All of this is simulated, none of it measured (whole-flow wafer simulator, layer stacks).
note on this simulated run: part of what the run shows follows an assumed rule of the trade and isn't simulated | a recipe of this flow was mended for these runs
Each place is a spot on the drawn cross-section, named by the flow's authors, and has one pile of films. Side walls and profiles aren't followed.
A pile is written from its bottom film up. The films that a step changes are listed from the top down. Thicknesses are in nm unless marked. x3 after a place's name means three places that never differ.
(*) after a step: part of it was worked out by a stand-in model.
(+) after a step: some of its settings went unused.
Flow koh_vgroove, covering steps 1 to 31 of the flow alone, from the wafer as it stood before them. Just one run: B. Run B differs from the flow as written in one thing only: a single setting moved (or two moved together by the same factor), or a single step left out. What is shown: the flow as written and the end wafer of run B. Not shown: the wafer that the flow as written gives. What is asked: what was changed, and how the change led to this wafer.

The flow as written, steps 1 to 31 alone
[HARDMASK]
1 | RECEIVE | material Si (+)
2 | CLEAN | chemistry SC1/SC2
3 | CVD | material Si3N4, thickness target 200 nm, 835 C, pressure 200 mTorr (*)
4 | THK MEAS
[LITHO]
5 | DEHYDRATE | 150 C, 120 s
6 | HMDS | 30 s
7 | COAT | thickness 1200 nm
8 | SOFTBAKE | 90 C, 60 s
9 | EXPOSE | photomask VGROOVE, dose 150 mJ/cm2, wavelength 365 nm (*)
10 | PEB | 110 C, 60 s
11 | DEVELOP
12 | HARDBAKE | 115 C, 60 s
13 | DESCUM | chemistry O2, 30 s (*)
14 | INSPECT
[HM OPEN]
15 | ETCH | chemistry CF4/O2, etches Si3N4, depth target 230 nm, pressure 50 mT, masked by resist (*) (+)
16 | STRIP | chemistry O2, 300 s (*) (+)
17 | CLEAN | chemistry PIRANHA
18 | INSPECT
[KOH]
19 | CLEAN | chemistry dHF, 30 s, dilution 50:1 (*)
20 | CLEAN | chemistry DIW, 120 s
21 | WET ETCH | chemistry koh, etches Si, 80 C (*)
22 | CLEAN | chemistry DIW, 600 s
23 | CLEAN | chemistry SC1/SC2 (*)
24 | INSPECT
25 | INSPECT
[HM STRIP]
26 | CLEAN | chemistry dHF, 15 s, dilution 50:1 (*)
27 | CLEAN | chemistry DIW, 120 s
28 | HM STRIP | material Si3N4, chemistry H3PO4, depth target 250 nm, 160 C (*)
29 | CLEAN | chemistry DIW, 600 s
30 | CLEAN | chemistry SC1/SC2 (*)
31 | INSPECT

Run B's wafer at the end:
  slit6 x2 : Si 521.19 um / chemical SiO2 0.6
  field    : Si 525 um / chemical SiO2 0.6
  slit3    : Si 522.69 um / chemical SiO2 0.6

The reason: step 3, CVD: thickness target 157 nm was run, though the flow has thickness target 200 nm.

How this came from the change, step by step:
  3 | CVD | material Si3N4, thickness target 200 nm, 835 C, pressure 200 mTorr (*)
      field, slit3, slit2, slit6 x2: Si3N4 gains 157 (new film) (in the flow as written it would be: Si3N4 gains 200 (new film))
  15 | ETCH | chemistry CF4/O2, etches Si3N4, depth target 230 nm, pressure 50 mT, masked by resist (*) (+)
      slit3, slit2, slit6 x2: Si3N4 loses 157 (all of it), chemical SiO2 loses 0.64 (all of it), Si loses 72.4 (in the flow as written it would be: Si3N4 loses 200 (all of it), chemical SiO2 loses 0.64 (all of it), Si loses 29.4)
  28 | HM STRIP | material Si3N4, chemistry H3PO4, depth target 250 nm, 160 C (*)
      field: Si3N4 loses 155.7 (all of it), chemical SiO2 loses 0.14, Si loses 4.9 (in the flow as written it would be: Si3N4 loses 198.7 (all of it), chemical SiO2 loses 0.14, Si loses 2.75)
